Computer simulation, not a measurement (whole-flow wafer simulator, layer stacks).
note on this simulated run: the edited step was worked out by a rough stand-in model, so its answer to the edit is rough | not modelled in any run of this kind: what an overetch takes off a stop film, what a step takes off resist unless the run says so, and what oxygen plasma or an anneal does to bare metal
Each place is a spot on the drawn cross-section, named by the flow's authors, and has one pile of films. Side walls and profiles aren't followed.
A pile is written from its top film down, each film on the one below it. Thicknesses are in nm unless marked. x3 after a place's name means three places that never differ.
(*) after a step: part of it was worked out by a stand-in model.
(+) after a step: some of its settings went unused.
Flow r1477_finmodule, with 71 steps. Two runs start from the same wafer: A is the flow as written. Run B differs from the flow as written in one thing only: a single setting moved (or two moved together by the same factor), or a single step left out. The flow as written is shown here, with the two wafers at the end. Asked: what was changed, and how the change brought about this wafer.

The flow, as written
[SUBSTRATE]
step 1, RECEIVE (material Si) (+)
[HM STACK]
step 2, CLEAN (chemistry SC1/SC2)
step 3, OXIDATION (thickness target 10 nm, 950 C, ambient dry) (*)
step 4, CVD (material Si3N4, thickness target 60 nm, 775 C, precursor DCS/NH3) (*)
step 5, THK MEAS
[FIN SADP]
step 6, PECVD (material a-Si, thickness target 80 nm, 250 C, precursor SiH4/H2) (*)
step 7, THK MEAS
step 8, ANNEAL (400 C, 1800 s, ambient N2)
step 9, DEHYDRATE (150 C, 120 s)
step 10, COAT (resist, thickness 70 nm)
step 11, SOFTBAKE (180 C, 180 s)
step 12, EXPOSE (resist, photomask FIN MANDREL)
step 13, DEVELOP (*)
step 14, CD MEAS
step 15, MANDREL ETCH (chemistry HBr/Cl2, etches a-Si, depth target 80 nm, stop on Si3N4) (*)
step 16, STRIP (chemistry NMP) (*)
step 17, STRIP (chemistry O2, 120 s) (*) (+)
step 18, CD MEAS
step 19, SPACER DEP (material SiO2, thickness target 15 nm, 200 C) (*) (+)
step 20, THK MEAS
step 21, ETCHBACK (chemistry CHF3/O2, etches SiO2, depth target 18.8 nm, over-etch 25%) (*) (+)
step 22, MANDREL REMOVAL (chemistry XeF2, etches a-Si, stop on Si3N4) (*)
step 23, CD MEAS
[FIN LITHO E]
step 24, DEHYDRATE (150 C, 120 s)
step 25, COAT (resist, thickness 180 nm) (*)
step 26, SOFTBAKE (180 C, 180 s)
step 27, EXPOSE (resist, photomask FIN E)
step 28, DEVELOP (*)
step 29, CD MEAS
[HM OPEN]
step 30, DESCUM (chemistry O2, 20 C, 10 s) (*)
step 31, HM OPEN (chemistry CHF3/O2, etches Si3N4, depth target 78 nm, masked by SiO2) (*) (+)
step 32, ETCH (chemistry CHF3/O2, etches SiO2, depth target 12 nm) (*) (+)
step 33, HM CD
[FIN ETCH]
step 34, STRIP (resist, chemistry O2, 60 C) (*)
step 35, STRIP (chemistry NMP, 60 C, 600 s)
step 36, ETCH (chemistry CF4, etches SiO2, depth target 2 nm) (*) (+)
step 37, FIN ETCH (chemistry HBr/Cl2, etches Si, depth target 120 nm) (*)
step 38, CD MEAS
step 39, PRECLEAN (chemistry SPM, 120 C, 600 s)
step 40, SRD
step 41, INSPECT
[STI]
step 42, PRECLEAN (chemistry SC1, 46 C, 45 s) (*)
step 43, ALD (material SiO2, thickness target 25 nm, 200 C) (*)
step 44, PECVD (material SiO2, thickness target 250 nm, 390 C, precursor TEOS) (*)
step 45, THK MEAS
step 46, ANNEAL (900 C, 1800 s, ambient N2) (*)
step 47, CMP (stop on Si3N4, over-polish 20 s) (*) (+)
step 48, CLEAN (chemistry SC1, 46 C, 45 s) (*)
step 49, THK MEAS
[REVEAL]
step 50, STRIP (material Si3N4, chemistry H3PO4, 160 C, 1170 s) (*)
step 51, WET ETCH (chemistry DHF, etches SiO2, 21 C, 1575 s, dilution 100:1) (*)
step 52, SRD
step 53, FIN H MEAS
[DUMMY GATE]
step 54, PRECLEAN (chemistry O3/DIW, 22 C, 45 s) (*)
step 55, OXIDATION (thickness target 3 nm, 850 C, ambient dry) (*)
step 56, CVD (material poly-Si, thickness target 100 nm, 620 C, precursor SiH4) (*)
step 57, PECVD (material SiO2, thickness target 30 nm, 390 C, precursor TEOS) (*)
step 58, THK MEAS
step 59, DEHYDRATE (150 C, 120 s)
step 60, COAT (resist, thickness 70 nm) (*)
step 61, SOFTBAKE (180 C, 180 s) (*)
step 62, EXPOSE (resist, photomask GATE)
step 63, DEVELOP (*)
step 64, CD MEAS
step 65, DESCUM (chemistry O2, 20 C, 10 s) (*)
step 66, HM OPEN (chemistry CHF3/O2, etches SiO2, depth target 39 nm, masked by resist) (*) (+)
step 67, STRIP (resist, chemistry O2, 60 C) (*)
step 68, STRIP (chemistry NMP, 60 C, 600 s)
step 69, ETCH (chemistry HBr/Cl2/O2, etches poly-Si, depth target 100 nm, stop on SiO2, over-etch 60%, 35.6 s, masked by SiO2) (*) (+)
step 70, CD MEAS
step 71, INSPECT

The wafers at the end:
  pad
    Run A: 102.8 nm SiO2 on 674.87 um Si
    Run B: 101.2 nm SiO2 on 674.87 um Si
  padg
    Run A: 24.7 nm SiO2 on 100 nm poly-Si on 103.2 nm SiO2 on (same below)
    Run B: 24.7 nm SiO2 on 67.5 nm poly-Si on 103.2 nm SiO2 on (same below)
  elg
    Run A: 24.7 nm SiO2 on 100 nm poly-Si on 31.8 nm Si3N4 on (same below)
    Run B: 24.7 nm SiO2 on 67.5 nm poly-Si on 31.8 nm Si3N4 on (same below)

What caused this: step 56, CVD: thickness target 67.5 nm was run, though the flow has thickness target 100 nm.
The wafer itself shows it: padg has poly-Si 67.5, and step 56 as written asks for 100 nm.

How this came from the change, step by step:
  step 56, CVD (material poly-Si, thickness target 100 nm, 620 C, precursor SiH4) (*)
      pad, padg, elg and 26 more: A poly-Si gains 100 (new film) | B poly-Si gains 67.5 (new film)
      s40cg, s40co: A poly-Si gains 113.9 (new film) | B poly-Si gains 80.4 (new film)
      (and at 5 other places as well)
  step 67, STRIP (resist, chemistry O2, 60 C) (*)
      s40cg: A resist loses 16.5 (all of it) | B resist loses 17.3 (all of it)
      s45cg: A resist loses 16.9 (all of it) | B resist loses 18 (all of it)
      (and at 1 other place as well)
  step 69, ETCH (chemistry HBr/Cl2/O2, etches poly-Si, depth target 100 nm, stop on SiO2, over-etch 60%, 35.6 s, masked by SiO2) (*) (+)
      pad, eso, e40so and 8 more: A chemical SiO2 loses 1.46 (all of it), poly-Si loses 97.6 (all of it), SiO2 loses 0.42 | B chemical SiO2 loses 1.46 (all of it), poly-Si loses 65.1 (all of it), SiO2 loses 2.05
      elo, e40lo, e100lo, e200lo: A chemical SiO2 loses 1.46 (all of it), poly-Si loses 97.6 (all of it), Si3N4 loses 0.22 | B chemical SiO2 loses 1.46 (all of it), poly-Si loses 65.1 (all of it), Si3N4 loses 3.18
      (and at 3 other places as well)
